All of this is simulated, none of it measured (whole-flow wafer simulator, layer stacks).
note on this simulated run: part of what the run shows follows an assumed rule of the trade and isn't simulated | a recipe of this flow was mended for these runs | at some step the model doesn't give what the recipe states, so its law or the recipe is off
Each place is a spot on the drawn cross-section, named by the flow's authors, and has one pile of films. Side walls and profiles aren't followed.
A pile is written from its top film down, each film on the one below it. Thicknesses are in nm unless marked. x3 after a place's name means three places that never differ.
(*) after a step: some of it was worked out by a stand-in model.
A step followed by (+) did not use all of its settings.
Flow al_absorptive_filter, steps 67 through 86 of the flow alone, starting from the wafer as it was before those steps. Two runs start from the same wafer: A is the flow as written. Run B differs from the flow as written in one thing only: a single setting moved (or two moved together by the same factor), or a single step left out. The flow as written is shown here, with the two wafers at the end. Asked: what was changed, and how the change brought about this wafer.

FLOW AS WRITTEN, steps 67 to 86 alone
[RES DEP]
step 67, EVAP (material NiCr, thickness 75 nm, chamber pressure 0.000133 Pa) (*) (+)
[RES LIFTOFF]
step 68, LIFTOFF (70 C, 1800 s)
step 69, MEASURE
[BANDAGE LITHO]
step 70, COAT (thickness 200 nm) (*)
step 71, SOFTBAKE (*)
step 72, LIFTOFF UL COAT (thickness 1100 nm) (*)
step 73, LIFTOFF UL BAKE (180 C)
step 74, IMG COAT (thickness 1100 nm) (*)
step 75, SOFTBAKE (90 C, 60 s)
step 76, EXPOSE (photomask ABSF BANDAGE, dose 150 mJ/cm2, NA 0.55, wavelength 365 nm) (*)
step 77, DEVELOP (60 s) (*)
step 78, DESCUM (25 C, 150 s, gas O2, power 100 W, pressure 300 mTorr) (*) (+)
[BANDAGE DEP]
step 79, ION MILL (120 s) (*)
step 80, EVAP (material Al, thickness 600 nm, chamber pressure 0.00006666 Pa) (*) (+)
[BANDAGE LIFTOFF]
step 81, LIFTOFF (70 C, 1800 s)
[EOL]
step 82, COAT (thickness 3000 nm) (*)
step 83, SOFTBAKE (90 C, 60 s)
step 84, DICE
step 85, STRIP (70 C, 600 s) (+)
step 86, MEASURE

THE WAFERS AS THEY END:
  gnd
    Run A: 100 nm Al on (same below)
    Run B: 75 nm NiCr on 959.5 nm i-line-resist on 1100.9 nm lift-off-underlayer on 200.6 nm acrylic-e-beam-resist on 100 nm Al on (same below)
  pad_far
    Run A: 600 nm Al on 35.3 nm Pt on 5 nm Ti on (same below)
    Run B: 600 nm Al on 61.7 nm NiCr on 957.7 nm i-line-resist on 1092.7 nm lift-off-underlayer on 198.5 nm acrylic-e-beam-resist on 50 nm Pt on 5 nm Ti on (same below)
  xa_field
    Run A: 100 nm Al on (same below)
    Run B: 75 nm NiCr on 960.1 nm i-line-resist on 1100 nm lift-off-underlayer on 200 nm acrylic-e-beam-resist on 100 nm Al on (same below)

What caused this: step 68, LIFTOFF: 70 C, 1800 s, was omitted.

The path from the change to this, step by step:
  step 70, COAT (thickness 200 nm) (*)
      gnd: A +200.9 acrylic-e-beam-resist (new film) | B +188.2 acrylic-e-beam-resist (new film)
      pad_far: A +203.2 acrylic-e-beam-resist (new film) | B +154.2 acrylic-e-beam-resist (new film)
      (also at 9 further places)
  step 72, LIFTOFF UL COAT (thickness 1100 nm) (*)
      gnd: A +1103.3 lift-off-underlayer (new film) | B +1045 lift-off-underlayer (new film)
      pad_far: A +1100.6 lift-off-underlayer (new film) | B +839.5 lift-off-underlayer (new film)
      (also at 7 further places)
  step 74, IMG COAT (thickness 1100 nm) (*)
      gnd: A +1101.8 i-line-resist (new film) | B +1019.7 i-line-resist (new film)
      pad_far: A +1093.9 i-line-resist (new film) | B +1139.1 i-line-resist (new film)
      (also at 7 further places)
  step 75, SOFTBAKE (90 C, 60 s)
      gnd: A +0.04 i-line-resist | B -0.79 i-line-resist
      pad_far: A nothing | B -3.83 i-line-resist
      (also at 7 further places)
  step 77, DEVELOP (60 s) (*)
      pad_far: A -1093.9 i-line-resist (all of it), -1100.6 lift-off-underlayer (all of it) | B -1135.2 i-line-resist (all of it), -839.5 lift-off-underlayer (all of it)
      pad_near: A -1085.7 i-line-resist (all of it), -1058.2 lift-off-underlayer (all of it) | B -1825.3 i-line-resist (all of it), -1970.4 lift-off-underlayer (all of it)
  step 78, DESCUM (25 C, 150 s, gas O2, power 100 W, pressure 300 mTorr) (*) (+)
      gnd, ledge, res and 9 more: A -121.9 i-line-resist | B -248 i-line-resist
      pad_far: A -203.2 acrylic-e-beam-resist (all of it) | B -154.2 acrylic-e-beam-resist (all of it)
      (also at 1 further place)
  step 79, ION MILL (120 s) (*)
      pad_far: A -14.7 Pt | B -13.3 NiCr
  step 80, EVAP (material Al, thickness 600 nm, chamber pressure 0.00006666 Pa) (*) (+)
      pad_near: A +600 Al (new film) | B +586.9 Al (new film)
  step 81, LIFTOFF (70 C, 1800 s)
      xa_field, xl_land, idc_field: A -600 Al (all of it), -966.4 i-line-resist (all of it), -1100 lift-off-underlayer (all of it), -200 acrylic-e-beam-resist (all of it) | B -600 Al (all of it), -840.3 i-line-resist (all of it), -1100 lift-off-underlayer (all of it), -200 acrylic-e-beam-resist (all of it)
      gnd: A -600 Al (all of it), -968.3 i-line-resist (all of it), -1103.3 lift-off-underlayer (all of it), -200.9 acrylic-e-beam-resist (all of it) | B -600 Al (all of it), -759.3 i-line-resist (all of it), -1045 lift-off-underlayer (all of it), -188.2 acrylic-e-beam-resist (all of it)
      (also at 8 further places)
  step 82, COAT (thickness 3000 nm) (*)
      gnd: A +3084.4 i-line-resist (new film) | B +2976.4 i-line-resist (new film)
      pad_far: A +2560.9 i-line-resist (new film) | B +2317.2 i-line-resist (new film)
      (also at 8 further places)
  step 83, SOFTBAKE (90 C, 60 s)
      gnd: A +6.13 i-line-resist | B -47.3 i-line-resist
      pad_near: A -41.1 i-line-resist | B +86.2 i-line-resist
      (also at 9 further places)
  step 85, STRIP (70 C, 600 s) (+)
      gnd: A -3090.5 i-line-resist (all of it) | B -2929.1 i-line-resist (all of it)
      pad_far: A -2516.7 i-line-resist (all of it) | B -2266.8 i-line-resist (all of it)
      (also at 8 further places)
Taking metal films that touch as one body, pad_far has 2 bodies (between them, from the top down: NiCr 61.7 / i-line-resist 957.7 / lift-off-underlayer 1092.7 / acrylic-e-beam-resist 198.5); the flow as written gives 1 body.
